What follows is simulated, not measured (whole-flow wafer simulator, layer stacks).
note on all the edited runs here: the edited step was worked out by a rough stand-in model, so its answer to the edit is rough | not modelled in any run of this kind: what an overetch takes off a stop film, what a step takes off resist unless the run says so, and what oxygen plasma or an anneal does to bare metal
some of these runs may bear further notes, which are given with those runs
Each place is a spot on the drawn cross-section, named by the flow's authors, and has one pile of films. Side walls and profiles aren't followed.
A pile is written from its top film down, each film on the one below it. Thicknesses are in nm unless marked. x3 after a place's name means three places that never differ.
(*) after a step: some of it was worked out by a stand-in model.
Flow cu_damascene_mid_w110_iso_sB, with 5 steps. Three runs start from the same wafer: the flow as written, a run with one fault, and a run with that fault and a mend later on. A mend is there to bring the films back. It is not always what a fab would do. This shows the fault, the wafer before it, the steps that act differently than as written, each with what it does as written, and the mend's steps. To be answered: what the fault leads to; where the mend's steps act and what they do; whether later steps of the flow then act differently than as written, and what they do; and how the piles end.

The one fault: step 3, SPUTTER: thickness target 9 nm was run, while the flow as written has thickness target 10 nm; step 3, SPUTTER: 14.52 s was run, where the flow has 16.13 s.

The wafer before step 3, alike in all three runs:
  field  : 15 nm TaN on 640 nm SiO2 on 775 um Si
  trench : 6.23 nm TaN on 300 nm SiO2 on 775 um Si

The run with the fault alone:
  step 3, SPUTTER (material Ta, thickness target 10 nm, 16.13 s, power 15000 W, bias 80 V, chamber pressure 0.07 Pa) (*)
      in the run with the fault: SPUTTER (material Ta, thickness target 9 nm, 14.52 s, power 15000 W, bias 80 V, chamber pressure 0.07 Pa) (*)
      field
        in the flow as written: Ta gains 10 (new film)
        in the run with the fault: Ta gains 9 (new film)
  Every later step of the flow that is run acts as written, at every place that is followed, to within 2% or 0.5 nm, whichever is larger.
  At field, the piles at the end differ from the flow's by more than 2% or 0.5 nm, whichever is larger.
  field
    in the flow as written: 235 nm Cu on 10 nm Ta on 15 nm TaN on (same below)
    in the run with the fault: 235 nm Cu on 9 nm Ta on 15 nm TaN on (same below)

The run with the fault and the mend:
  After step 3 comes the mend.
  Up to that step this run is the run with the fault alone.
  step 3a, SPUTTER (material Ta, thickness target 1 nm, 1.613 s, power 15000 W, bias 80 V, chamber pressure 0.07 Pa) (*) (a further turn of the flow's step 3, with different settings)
      field
        Ta gains 1
      trench
        Ta gains 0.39
  Every later step of the flow that is run acts as written at every place that is followed.
  When the end is reached, the piles differ only a little from the flow's at the places that both follow, at most by 2% or 0.5 nm, whichever is larger.
